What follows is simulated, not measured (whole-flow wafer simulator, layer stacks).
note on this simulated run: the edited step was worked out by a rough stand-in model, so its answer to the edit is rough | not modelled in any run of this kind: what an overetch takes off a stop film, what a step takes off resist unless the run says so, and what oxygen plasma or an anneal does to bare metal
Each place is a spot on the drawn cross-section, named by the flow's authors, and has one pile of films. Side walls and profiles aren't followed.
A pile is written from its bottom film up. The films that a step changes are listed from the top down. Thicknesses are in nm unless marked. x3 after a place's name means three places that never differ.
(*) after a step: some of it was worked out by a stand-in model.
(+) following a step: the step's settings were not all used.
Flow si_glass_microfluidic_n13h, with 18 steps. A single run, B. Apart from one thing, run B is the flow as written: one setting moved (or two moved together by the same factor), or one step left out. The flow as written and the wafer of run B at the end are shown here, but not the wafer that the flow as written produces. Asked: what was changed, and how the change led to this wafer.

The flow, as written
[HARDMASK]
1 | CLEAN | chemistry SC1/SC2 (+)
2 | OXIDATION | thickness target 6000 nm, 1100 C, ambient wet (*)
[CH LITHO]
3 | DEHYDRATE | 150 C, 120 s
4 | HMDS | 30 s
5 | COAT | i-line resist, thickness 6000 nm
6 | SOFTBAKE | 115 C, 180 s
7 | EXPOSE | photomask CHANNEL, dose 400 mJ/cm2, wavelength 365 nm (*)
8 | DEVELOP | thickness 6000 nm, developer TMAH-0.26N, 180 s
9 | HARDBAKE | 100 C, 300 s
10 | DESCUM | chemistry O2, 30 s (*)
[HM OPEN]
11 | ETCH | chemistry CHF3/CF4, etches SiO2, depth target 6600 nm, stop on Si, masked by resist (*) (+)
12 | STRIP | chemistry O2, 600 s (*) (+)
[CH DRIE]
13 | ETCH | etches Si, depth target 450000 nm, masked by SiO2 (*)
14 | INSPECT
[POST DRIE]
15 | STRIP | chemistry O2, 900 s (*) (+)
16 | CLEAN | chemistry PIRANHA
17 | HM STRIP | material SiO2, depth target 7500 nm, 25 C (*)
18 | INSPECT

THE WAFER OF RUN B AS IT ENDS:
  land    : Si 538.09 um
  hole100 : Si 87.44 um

The reason: step 2, OXIDATION: thickness target 4350 nm was run, though the flow has thickness target 6000 nm.

How this came from the change, step by step:
  2 | OXIDATION | thickness target 6000 nm, 1100 C, ambient wet (*)
      land, hole100: +4350 SiO2 (new film), -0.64 chemical SiO2 (all of it), -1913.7 Si (in the flow as written it would be: +6000 SiO2 (new film), -0.64 chemical SiO2 (all of it), -2639.7 Si)
  11 | ETCH | chemistry CHF3/CF4, etches SiO2, depth target 6600 nm, stop on Si, masked by resist (*) (+)
      hole100: -4350 SiO2 (all of it) (in the flow as written it would be: -6000 SiO2 (all of it))
  12 | STRIP | chemistry O2, 600 s (*) (+)
      land: -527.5 i-line resist (all of it) (in the flow as written it would be: -465 i-line resist (all of it))
  17 | HM STRIP | material SiO2, depth target 7500 nm, 25 C (*)
      land: -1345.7 SiO2 (all of it) (in the flow as written it would be: -2995.7 SiO2 (all of it))
